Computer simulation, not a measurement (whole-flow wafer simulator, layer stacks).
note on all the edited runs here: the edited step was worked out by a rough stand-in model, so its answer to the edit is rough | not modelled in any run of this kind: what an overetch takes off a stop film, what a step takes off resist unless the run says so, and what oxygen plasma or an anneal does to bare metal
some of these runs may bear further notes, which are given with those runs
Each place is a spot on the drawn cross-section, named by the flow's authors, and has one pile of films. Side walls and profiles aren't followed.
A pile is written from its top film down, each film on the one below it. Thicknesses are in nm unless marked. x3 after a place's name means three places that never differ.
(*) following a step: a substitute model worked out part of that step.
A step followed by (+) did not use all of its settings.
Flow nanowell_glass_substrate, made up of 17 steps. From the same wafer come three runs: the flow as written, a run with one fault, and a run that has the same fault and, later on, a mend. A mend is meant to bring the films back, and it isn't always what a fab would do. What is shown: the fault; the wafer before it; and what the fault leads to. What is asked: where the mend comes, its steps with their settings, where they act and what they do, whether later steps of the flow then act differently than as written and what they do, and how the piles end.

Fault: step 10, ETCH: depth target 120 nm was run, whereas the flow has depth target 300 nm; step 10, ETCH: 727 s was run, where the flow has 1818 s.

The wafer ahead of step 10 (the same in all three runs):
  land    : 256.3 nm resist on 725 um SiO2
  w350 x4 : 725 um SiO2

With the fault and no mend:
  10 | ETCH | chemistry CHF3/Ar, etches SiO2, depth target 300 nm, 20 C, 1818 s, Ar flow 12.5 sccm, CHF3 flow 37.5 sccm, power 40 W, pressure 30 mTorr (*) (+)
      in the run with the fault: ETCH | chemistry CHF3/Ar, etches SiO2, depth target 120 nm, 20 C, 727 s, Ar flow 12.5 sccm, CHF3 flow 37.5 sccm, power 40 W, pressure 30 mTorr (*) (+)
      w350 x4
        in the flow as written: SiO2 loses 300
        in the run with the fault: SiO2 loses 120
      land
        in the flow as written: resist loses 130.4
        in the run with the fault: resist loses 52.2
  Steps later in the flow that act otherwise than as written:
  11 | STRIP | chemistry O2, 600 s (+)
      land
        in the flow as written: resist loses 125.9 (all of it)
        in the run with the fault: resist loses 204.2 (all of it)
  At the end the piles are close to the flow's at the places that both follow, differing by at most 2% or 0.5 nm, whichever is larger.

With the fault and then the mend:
  The mend stands after step 10.
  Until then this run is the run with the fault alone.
  10a | ETCH | chemistry CHF3/Ar, etches SiO2, depth target 180 nm, 20 C, 1091 s, Ar flow 12.5 sccm, CHF3 flow 37.5 sccm, power 40 W, pressure 30 mTorr (*) (+) (the flow's step 10, run once more with other settings)
      w350 x4
        SiO2 loses 180
      land
        resist loses 78.3
  Later steps of the flow that are run all act as written at every place that is followed.
  At every place that both follow, the piles at the end match the flow's.
